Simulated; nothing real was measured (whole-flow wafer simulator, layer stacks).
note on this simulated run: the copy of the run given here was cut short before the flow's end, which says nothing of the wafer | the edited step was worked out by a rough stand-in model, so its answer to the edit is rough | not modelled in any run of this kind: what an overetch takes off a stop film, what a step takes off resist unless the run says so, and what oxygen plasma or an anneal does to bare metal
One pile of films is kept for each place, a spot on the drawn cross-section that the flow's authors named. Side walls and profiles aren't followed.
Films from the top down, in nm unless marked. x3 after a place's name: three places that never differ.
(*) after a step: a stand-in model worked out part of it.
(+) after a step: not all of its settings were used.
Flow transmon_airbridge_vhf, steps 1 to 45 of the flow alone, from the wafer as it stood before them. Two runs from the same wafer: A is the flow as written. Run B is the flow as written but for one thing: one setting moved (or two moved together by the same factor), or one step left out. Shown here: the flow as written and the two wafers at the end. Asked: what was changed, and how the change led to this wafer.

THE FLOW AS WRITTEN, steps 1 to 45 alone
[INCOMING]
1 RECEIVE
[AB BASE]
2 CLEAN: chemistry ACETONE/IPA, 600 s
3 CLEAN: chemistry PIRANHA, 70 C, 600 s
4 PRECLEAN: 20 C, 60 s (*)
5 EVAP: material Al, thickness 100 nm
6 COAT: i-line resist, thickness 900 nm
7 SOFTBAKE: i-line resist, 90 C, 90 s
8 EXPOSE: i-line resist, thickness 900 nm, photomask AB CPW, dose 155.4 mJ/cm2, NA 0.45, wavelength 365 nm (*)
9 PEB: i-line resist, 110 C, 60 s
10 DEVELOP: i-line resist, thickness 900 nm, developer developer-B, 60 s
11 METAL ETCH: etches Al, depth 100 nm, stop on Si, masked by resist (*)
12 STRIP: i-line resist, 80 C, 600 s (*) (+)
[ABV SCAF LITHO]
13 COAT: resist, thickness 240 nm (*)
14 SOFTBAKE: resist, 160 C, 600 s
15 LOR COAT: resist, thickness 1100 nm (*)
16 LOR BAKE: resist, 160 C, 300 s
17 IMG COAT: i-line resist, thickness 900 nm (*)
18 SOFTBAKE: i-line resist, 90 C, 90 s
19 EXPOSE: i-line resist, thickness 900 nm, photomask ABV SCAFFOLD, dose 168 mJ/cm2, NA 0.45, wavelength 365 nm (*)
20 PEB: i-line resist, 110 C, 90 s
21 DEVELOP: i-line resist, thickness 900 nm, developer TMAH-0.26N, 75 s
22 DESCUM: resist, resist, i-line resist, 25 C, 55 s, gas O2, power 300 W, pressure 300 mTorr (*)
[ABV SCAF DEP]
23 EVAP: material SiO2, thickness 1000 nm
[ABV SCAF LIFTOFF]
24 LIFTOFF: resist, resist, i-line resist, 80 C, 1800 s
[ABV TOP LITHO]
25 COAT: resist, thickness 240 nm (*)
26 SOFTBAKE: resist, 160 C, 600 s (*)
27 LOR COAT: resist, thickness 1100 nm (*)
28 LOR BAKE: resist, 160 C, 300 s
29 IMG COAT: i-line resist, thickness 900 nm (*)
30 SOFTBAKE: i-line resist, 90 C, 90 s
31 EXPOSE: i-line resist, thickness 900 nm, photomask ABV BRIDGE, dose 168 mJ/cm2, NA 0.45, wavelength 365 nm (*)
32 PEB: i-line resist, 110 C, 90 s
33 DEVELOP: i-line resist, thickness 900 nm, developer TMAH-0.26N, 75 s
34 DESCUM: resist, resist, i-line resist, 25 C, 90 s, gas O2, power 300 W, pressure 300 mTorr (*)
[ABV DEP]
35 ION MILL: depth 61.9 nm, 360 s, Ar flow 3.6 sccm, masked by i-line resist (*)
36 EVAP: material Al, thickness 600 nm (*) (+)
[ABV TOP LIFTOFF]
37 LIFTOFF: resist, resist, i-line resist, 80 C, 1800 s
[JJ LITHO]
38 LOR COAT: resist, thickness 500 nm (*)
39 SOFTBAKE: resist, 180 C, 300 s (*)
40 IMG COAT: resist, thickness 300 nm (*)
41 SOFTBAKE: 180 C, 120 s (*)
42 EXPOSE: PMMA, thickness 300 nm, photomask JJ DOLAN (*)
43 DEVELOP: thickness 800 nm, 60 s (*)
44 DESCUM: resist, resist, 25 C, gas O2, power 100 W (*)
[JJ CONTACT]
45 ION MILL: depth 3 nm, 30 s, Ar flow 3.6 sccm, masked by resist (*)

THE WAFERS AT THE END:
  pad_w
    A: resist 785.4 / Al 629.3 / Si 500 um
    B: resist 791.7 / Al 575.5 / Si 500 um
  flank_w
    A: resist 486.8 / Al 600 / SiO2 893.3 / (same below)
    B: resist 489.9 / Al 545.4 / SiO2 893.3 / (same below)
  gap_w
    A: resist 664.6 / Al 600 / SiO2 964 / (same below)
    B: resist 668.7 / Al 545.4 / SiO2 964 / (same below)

The cause: step 36, EVAP: thickness 545.4 nm was run, where the flow has thickness 600 nm.
It can be read off the wafer: flank_w has Al 545.4, and step 36 as written asks for 600 nm.

How the change led to this, step by step:
  36 EVAP: material Al, thickness 600 nm (*) (+)
      field x3, jj_line, ground_far and 10 more: A Al +600 (new film) | B Al +545.4 (new film)
      pad_w, pad_e: A Al +591.2 | B Al +537.4
  37 LIFTOFF: resist, resist, i-line resist, 80 C, 1800 s
      field x3, jj_line, trace_open_s x2: A Al -600 (all of it), i-line resist -600 (all of it), resist -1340 (all of it) | B Al -545.4 (all of it), i-line resist -600 (all of it), resist -1340 (all of it)
      margin_s, margin_n: A Al -600 (all of it), i-line resist -318.3 (all of it), resist -992 (all of it) | B Al -545.4 (all of it), i-line resist -318.3 (all of it), resist -992 (all of it)
      (and at 1 more place)
